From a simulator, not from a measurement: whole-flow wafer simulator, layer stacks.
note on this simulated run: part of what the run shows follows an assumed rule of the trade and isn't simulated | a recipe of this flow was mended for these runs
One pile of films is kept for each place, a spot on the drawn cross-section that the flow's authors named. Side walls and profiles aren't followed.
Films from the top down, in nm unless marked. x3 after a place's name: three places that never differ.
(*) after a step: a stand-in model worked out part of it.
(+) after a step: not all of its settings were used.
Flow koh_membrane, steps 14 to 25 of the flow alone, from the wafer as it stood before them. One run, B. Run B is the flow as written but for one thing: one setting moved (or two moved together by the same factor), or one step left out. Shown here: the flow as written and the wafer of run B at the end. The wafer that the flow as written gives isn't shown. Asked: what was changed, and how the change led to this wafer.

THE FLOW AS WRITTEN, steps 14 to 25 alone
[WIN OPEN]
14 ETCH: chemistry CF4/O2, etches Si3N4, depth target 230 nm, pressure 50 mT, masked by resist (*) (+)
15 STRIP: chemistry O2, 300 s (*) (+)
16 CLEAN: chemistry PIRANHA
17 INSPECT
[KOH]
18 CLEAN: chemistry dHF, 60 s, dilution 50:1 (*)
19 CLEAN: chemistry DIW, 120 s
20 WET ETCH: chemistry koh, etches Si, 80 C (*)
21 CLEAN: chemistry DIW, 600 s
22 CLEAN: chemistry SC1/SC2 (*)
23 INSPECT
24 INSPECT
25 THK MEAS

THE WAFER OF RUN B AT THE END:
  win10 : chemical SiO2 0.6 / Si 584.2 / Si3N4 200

The cause: step 14, ETCH: depth target 277 nm was run, where the flow has depth target 230 nm.

How the change led to this, step by step:
  14 ETCH: chemistry CF4/O2, etches Si3N4, depth target 230 nm, pressure 50 mT, masked by resist (*) (+)
      win20 x4, win10: Si3N4 -200 (all of it), chemical SiO2 -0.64 (all of it), Si -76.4 (as written it would be: Si3N4 -200 (all of it), chemical SiO2 -0.64 (all of it), Si -29.4)
      field: i-line-resist -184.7 (as written it would be: i-line-resist -153.3)
  15 STRIP: chemistry O2, 300 s (*) (+)
      field: i-line-resist -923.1 (all of it) (as written it would be: i-line-resist -954.4 (all of it))
